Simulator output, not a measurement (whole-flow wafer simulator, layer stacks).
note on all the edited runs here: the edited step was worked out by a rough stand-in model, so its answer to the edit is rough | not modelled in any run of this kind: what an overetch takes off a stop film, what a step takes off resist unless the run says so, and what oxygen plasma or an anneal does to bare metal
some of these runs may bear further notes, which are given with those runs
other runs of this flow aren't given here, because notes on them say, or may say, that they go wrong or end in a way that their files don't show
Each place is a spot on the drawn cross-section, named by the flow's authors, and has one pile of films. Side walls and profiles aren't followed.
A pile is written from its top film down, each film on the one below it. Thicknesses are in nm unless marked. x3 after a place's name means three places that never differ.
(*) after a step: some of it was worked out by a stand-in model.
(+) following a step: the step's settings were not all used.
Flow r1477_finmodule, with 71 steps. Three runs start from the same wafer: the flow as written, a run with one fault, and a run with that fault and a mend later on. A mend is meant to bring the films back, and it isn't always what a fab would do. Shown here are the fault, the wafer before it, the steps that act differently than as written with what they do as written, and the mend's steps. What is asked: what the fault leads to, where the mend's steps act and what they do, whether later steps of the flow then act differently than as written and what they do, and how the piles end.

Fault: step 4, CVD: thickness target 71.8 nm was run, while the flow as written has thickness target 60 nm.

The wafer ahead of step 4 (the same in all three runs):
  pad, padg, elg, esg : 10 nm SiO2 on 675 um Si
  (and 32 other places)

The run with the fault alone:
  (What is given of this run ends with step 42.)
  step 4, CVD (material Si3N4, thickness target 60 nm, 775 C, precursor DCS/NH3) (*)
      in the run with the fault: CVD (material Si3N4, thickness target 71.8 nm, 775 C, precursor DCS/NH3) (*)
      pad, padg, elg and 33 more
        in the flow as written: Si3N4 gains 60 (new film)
        in the run with the fault: Si3N4 gains 71.8 (new film)
  Steps further on in the flow that do not act as written:
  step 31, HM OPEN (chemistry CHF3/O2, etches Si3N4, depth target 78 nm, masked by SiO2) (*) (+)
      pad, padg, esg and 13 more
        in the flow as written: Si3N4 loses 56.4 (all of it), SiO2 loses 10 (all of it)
        in the run with the fault: Si3N4 loses 68.2 (all of it), SiO2 loses 4.91
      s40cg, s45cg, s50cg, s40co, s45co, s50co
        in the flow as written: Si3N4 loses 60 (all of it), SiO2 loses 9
        in the run with the fault: Si3N4 loses 71.8 (all of it), SiO2 loses 3.1
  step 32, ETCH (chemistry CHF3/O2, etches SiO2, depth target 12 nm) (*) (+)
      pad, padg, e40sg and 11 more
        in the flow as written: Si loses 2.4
        in the run with the fault: SiO2 loses 5.09 (all of it), Si loses 1.38
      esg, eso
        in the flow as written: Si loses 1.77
        in the run with the fault: SiO2 loses 5.09 (all of it), Si loses 1.38
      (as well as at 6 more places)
  Once step 42 is done, the piles at elg, e40lg, e100lg and 11 more depart from the flow's by more than 2% or 0.5 nm, whichever is larger.
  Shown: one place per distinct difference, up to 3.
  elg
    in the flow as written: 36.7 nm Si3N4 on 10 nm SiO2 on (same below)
    in the run with the fault: 48.5 nm Si3N4 on 10 nm SiO2 on (same below)
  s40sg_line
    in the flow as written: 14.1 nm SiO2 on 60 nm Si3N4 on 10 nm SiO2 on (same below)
    in the run with the fault: 14.1 nm SiO2 on 71.8 nm Si3N4 on 10 nm SiO2 on (same below)

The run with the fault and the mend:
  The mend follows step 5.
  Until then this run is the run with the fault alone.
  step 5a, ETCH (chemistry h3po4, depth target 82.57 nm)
      pad, padg, elg and 33 more
        Si3N4 loses 71.8 (all of it)
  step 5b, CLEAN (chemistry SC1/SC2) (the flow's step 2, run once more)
      alters no film at any place that is followed
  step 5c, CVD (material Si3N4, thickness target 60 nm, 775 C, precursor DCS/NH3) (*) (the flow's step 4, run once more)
      pad, padg, elg and 33 more
        Si3N4 gains 60 (new film)
  None of the later steps of the flow acts differently than as written at any place that is followed.
  By the end, the piles equal the flow's at every place that both follow.
